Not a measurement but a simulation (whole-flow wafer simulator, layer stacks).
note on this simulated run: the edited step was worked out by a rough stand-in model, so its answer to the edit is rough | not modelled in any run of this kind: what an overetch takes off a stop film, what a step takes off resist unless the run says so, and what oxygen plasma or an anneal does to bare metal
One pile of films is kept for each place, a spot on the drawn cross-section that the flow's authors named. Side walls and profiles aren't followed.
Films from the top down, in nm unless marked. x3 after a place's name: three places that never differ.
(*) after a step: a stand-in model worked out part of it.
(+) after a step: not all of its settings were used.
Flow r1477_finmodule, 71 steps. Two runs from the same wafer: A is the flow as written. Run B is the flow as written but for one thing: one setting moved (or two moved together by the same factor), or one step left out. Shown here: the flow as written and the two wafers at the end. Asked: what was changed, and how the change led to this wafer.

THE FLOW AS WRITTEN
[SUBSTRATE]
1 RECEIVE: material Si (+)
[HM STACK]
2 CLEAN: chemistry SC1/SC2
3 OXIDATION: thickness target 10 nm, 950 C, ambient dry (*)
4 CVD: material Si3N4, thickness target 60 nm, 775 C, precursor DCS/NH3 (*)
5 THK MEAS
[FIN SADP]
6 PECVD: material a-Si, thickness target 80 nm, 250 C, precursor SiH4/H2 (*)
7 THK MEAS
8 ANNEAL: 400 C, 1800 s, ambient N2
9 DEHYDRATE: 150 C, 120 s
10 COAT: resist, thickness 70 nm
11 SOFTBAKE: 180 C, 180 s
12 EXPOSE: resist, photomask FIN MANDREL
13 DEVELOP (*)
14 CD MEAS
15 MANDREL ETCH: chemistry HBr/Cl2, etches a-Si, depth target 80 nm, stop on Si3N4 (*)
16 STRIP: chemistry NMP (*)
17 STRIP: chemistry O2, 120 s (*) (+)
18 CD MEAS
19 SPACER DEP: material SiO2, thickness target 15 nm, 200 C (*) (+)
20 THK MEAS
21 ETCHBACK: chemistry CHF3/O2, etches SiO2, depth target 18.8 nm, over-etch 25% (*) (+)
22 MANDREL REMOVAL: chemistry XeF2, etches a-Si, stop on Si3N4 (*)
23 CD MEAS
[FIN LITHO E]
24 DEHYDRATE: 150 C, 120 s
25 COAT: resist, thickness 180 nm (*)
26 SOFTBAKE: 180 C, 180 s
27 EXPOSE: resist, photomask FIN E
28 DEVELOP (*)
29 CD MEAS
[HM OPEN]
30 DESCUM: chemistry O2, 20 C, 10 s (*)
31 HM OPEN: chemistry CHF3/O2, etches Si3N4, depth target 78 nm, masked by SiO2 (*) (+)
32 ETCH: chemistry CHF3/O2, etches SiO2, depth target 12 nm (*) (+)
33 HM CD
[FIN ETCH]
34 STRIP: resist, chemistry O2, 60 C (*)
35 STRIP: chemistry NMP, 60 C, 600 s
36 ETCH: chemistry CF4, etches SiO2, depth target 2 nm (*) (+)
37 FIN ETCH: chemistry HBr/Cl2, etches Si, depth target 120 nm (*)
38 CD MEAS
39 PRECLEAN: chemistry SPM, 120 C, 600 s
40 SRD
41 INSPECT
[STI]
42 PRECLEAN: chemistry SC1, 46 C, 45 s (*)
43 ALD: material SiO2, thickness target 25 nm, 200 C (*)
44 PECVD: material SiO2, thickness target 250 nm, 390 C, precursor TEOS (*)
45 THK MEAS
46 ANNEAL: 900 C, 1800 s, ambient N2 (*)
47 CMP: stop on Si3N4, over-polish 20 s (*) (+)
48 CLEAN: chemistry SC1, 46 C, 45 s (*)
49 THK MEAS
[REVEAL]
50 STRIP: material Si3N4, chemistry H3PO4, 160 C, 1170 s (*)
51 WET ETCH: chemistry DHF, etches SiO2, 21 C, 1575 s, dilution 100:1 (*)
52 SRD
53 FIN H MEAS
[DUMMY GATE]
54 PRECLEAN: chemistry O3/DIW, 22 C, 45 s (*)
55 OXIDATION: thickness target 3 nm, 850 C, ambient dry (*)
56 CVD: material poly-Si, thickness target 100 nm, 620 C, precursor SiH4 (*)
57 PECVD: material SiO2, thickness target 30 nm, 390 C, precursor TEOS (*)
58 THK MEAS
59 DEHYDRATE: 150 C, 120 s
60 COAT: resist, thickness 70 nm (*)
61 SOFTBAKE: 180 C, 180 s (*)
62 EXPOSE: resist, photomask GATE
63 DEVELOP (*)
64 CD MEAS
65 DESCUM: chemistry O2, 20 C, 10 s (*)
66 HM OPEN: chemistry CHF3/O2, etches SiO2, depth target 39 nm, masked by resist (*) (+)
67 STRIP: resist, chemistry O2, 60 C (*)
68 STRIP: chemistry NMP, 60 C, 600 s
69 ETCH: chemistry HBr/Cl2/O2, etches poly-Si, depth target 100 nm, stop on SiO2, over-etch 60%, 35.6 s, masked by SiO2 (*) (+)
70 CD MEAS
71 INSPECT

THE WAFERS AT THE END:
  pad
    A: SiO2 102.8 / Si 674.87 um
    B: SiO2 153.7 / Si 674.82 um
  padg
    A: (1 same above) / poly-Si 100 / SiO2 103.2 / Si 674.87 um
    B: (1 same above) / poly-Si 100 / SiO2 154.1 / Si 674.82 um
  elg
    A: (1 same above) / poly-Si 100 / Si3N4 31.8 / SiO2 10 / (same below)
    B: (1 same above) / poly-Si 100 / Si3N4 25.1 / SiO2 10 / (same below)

The cause: step 37, FIN ETCH: depth target 171 nm was run, where the flow has depth target 120 nm.

How the change led to this, step by step:
  37 FIN ETCH: chemistry HBr/Cl2, etches Si, depth target 120 nm (*)
      pad, padg, esg and 19 more: A Si -120 | B Si -171
      elg, e40lg, e100lg, e200lg, elo, e40lo, e100lo, e200lo: A Si3N4 -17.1 | B Si3N4 -24.4
      (and at 6 more places)
  43 ALD: material SiO2, thickness target 25 nm, 200 C (*)
      s40cg, s45cg, s50cg, s40co, s45co, s50co: A SiO2 +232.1 (new film) | B SiO2 +279.2 (new film)
      esg: A SiO2 +194.3 (new film) | B SiO2 +238 (new film)
  47 CMP: stop on Si3N4, over-polish 20 s (*) (+)
      pad, padg, e40sg and 11 more: A SiO2 -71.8 | B SiO2 -20.8
      elg, esg, e40lg and 6 more: A SiO2 -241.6 | B SiO2 -234.3
      (and at 1 more place)
  51 WET ETCH: chemistry DHF, etches SiO2, 21 C, 1575 s, dilution 100:1 (*)
      elg, e40lg, e100lg, e200lg, elo, e40lo, e100lo, e200lo: A SiO2 -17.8 (all of it), Si3N4 -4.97 | B SiO2 -25 (all of it), Si3N4 -4.39
  56 CVD: material poly-Si, thickness target 100 nm, 620 C, precursor SiH4 (*)
      esg: A poly-Si +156 (new film) | B poly-Si +149.5 (new film)
  60 COAT: resist, thickness 70 nm (*)
      e40sg, eso, e40so: A resist +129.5 (new film) | B resist +123.2 (new film)
      e100sg, e100so: A resist +129.4 (new film) | B resist +123.1 (new film)
      (and at 2 more places)
  63 DEVELOP (*)
      eso, e40so: A resist -129.5 (all of it) | B resist -123.2 (all of it)
      e100so: A resist -129.4 (all of it) | B resist -123.1 (all of it)
      (and at 1 more place)
  67 STRIP: resist, chemistry O2, 60 C (*)
      e40sg: A resist -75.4 (all of it) | B resist -69.1 (all of it)
      e100sg: A resist -75.3 (all of it) | B resist -69 (all of it)
      (and at 1 more place)
